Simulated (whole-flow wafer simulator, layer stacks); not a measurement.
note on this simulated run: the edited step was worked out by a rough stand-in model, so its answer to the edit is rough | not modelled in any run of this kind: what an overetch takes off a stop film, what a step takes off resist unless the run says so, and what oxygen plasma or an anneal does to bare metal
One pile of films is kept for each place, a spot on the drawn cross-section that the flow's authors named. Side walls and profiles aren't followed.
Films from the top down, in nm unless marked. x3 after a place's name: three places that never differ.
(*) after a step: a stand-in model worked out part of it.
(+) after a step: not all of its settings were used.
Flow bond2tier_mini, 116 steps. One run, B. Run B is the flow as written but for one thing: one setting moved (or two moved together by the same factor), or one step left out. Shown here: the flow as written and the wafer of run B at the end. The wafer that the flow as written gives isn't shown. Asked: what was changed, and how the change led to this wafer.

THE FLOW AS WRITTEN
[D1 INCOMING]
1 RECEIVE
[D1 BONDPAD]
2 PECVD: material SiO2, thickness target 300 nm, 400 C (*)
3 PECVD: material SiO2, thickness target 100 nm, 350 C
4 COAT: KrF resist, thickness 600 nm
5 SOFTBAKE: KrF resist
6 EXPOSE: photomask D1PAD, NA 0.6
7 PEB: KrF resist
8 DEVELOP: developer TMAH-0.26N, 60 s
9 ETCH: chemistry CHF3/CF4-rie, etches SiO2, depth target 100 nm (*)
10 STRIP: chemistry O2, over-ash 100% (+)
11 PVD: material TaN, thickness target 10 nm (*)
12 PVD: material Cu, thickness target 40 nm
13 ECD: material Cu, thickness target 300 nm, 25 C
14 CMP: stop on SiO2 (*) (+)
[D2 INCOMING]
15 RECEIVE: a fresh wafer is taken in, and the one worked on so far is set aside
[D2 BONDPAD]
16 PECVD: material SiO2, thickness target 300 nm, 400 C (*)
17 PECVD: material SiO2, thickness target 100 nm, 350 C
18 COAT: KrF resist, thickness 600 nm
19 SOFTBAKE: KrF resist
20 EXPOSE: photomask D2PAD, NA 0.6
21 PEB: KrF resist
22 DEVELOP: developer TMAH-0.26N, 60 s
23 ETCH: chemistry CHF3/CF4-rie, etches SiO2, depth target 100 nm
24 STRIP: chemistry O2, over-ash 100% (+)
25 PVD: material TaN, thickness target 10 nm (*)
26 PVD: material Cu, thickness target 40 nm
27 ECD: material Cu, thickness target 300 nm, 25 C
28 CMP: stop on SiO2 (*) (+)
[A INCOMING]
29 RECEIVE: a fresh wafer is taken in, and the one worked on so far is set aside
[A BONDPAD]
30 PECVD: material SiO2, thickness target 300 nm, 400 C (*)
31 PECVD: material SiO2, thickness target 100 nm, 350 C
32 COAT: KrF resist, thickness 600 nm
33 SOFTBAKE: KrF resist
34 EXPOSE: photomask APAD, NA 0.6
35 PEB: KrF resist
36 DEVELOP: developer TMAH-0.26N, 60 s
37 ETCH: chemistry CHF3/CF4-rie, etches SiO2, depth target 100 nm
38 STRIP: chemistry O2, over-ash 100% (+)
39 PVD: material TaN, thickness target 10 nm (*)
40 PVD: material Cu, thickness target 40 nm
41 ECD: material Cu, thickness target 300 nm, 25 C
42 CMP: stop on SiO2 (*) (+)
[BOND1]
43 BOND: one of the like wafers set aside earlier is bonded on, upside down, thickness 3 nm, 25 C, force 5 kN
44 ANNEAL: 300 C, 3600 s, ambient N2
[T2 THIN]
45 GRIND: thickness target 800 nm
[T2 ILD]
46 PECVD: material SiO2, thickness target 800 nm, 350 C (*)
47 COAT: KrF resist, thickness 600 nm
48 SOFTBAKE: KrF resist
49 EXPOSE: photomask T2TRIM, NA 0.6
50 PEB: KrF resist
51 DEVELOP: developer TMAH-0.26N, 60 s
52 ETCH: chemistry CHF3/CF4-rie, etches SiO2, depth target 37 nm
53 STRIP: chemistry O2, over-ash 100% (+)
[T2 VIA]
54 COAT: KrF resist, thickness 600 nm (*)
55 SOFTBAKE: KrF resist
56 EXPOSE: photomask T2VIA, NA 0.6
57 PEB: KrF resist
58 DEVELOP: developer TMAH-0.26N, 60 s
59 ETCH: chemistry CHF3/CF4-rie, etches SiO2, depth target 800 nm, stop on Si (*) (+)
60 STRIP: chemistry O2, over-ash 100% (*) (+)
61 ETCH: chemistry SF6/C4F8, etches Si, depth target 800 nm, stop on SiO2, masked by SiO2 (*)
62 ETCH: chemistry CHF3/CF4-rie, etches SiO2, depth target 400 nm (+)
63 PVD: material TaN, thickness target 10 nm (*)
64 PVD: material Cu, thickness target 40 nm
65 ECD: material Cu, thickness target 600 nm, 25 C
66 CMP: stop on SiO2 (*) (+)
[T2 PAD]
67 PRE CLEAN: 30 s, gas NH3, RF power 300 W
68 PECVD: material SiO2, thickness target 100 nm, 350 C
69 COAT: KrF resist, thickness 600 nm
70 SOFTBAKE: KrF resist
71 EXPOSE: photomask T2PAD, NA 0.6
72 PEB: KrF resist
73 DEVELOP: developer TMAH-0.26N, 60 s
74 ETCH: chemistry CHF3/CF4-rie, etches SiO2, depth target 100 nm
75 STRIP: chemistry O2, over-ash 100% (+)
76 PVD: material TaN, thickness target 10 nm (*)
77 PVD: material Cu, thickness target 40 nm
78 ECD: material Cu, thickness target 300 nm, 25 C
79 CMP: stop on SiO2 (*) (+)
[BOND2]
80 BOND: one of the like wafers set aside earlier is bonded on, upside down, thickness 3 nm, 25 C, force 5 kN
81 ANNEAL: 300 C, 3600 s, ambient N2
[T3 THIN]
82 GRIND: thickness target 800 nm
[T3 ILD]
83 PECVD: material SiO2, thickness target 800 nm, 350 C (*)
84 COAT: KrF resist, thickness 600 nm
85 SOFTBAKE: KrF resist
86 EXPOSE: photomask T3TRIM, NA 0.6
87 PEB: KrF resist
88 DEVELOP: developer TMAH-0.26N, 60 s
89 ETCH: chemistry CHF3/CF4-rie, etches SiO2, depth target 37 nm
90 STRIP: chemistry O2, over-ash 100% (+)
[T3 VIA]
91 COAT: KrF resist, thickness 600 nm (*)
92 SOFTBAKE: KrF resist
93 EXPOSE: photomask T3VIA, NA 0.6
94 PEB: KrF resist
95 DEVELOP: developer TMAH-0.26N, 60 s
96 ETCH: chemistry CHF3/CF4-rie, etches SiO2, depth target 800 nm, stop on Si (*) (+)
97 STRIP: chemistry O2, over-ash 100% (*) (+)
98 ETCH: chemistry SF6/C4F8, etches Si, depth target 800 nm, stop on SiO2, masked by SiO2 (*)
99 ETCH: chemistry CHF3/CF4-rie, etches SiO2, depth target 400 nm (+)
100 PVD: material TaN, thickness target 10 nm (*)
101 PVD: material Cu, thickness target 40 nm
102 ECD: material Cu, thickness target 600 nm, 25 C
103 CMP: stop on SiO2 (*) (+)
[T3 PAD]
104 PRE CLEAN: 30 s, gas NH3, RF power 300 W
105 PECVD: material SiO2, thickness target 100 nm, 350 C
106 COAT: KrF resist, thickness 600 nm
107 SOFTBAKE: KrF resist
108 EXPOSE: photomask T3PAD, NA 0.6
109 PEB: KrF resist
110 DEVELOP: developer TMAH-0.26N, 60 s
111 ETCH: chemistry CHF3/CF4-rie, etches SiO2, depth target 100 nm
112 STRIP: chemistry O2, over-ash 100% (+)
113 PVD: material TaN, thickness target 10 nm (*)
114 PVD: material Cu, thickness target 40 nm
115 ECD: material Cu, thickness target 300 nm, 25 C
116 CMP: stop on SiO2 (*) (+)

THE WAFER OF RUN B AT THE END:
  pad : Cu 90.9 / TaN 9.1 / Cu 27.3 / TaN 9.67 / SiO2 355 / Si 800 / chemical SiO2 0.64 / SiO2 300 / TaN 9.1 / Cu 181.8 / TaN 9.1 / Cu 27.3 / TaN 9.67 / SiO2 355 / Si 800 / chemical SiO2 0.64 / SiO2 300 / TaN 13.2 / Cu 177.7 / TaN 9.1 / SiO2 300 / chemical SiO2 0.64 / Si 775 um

The cause: step 11, PVD: thickness target 14.5 nm was run, where the flow has thickness target 10 nm.

How the change led to this, step by step:
  11 PVD: material TaN, thickness target 10 nm (*)
      field: TaN +14.5 (new film) (as written it would be: TaN +10 (new film))
      pad: TaN +13.2 (new film) (as written it would be: TaN +9.1 (new film))
      (and at 1 more place)
  14 CMP: stop on SiO2 (*) (+)
      field: Cu -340 (all of it), TaN -14.5 (all of it) (as written it would be: Cu -340 (all of it), TaN -10 (all of it))
  43 BOND: one of the like wafers set aside earlier is bonded on, upside down, thickness 3 nm, 25 C, force 5 kN
      pad: Si +775 um (new film), chemical SiO2 +0.64 (new film), SiO2 +300 (new film), TaN +13.2 (new film), Cu +86.8 (as written it would be: Si +775 um (new film), chemical SiO2 +0.64 (new film), SiO2 +300 (new film), TaN +9.1 (new film), Cu +90.9)
      via: Si +775 um (new film), chemical SiO2 +0.64 (new film), SiO2 +300 (new film), TaN +14.5 (new film), Cu +85.5 (as written it would be: Si +775 um (new film), chemical SiO2 +0.64 (new film), SiO2 +300 (new film), TaN +9.97 (new film), Cu +90)
